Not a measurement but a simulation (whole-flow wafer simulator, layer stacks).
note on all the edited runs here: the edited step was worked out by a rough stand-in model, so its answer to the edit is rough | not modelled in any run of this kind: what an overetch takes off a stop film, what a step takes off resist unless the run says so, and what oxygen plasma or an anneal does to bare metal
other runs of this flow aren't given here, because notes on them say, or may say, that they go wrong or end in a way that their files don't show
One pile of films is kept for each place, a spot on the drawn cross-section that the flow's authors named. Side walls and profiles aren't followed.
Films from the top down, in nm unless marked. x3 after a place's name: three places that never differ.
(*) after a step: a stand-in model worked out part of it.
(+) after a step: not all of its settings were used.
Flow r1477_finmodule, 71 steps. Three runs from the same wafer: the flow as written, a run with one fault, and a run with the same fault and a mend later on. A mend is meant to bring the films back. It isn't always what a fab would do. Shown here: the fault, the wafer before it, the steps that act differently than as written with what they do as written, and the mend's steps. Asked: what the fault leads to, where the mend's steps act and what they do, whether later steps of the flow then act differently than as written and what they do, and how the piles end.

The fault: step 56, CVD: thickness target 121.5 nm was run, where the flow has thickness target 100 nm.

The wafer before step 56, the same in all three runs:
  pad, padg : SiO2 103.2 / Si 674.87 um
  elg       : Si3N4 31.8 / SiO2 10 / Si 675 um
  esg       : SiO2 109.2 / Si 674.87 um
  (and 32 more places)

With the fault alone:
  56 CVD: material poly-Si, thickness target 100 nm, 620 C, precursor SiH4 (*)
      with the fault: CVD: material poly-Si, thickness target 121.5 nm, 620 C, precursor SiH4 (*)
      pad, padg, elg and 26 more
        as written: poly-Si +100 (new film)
        with the fault: poly-Si +121.5 (new film)
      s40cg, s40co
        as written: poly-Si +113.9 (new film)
        with the fault: poly-Si +135.8 (new film)
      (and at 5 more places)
  Later steps of the flow that act differently than as written (3 more steps differ only slightly, by at most 2% or 0.5 nm, whichever is larger, and aren't shown):
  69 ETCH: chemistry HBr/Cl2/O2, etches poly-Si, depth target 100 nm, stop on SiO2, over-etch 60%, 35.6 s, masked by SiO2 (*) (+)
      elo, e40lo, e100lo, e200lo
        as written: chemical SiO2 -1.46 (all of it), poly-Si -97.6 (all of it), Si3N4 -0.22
        with the fault: chemical SiO2 -1.46 (all of it), poly-Si -119.1 (all of it)
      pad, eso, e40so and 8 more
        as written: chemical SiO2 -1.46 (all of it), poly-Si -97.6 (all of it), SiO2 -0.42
        with the fault: chemical SiO2 -1.46 (all of it), poly-Si -119.1 (all of it), SiO2 -0.2
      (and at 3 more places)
  At the end the piles differ from the flow's by more than 2% or 0.5 nm, whichever is larger, at padg, elg, esg and 15 more.
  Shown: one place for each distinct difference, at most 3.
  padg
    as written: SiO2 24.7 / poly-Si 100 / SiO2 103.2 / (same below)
    with the fault: SiO2 24.7 / poly-Si 121.5 / SiO2 103.2 / (same below)
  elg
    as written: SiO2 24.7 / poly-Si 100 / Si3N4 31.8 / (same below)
    with the fault: SiO2 24.7 / poly-Si 121.5 / Si3N4 31.8 / (same below)
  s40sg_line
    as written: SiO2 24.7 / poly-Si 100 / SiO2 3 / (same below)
    with the fault: SiO2 24.7 / poly-Si 121.5 / SiO2 3 / (same below)

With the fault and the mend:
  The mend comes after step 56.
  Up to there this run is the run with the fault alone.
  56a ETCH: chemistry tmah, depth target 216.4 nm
      pad, padg, elg and 26 more
        poly-Si -121.5 (all of it)
      s40cg, s40co
        poly-Si -135.8 (all of it)
      s45cg, s45co
        poly-Si -135.3 (all of it)
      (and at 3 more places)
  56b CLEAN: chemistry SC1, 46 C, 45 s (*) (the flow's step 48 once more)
      s40sg_line, s45sg_line, s50sg_line, s40so_line, s45so_line, s50so_line
        SiO2 -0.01
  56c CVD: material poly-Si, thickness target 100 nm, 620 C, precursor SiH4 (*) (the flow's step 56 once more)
      pad, padg, elg and 26 more
        poly-Si +100 (new film)
      s40cg, s40co
        poly-Si +113.9 (new film)
      s45cg, s45co
        poly-Si +113.4 (new film)
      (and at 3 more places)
  No later step of the flow acts differently than as written, at any place that is followed, by more than 2% or 0.5 nm, whichever is larger.
  At the end the piles differ from the flow's only slightly at the places that both follow, by at most 2% or 0.5 nm, whichever is larger.
